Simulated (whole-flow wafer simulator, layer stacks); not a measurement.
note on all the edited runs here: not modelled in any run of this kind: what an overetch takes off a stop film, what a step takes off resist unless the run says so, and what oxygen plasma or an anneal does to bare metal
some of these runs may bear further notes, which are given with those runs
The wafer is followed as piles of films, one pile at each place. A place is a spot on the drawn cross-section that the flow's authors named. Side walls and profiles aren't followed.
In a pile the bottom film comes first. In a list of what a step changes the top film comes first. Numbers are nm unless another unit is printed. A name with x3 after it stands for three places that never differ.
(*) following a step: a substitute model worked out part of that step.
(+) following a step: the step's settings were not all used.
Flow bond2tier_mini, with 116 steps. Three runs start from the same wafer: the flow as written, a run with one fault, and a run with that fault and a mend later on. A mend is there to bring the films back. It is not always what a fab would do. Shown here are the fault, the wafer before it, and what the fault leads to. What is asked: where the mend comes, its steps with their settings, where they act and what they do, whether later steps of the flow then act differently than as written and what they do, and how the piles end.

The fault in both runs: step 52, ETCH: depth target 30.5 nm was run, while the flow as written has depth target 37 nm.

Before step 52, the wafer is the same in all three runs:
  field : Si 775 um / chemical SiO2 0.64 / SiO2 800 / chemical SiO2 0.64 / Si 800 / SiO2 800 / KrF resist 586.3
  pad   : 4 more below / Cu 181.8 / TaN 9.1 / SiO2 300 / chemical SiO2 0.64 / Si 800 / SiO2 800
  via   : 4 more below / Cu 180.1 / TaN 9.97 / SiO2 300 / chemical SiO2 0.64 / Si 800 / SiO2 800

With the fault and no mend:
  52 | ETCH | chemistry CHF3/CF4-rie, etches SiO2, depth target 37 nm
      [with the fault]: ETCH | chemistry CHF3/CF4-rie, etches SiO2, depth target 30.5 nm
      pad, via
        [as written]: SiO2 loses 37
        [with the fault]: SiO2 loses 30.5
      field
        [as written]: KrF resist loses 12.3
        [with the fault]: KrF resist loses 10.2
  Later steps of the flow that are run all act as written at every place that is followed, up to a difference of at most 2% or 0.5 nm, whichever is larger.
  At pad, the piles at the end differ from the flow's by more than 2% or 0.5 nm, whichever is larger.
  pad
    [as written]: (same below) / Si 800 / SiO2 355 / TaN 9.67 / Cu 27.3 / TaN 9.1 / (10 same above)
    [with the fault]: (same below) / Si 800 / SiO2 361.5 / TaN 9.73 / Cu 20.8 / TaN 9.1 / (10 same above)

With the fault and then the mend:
  The mend follows step 53.
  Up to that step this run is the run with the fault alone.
  53a | COAT | KrF resist, thickness 600 nm (*) (a further turn of the flow's step 47)
      field
        KrF resist gains 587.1 (new film)
      pad
        KrF resist gains 613.5 (new film)
      via
        KrF resist gains 611.8 (new film)
  53b | SOFTBAKE | KrF resist (a further turn of the flow's step 48)
      leaves every film unchanged at each place that is followed
  53c | EXPOSE | photomask T2TRIM, NA 0.6 (a further turn of the flow's step 49)
      leaves every film unchanged at each place that is followed
  53d | PEB | KrF resist (a further turn of the flow's step 50)
      leaves every film unchanged at each place that is followed
  53e | DEVELOP | developer TMAH-0.26N, 60 s (a further turn of the flow's step 51)
      field
        KrF resist loses 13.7
      pad
        KrF resist loses 613.5 (all of it)
      via
        KrF resist loses 611.8 (all of it)
  53f | ETCH | chemistry CHF3/CF4-rie, etches SiO2, depth target 6.5 nm (a further turn of the flow's step 52, with different settings)
      pad, via
        SiO2 loses 6.5
      field
        KrF resist loses 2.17
  53g | STRIP | chemistry O2, over-ash 100% (+) (a further turn of the flow's step 53)
      field
        KrF resist loses 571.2 (all of it)
  Later steps of the flow that are run all act as written at every place that is followed.
  The piles end the same as the flow's at every place that both follow.
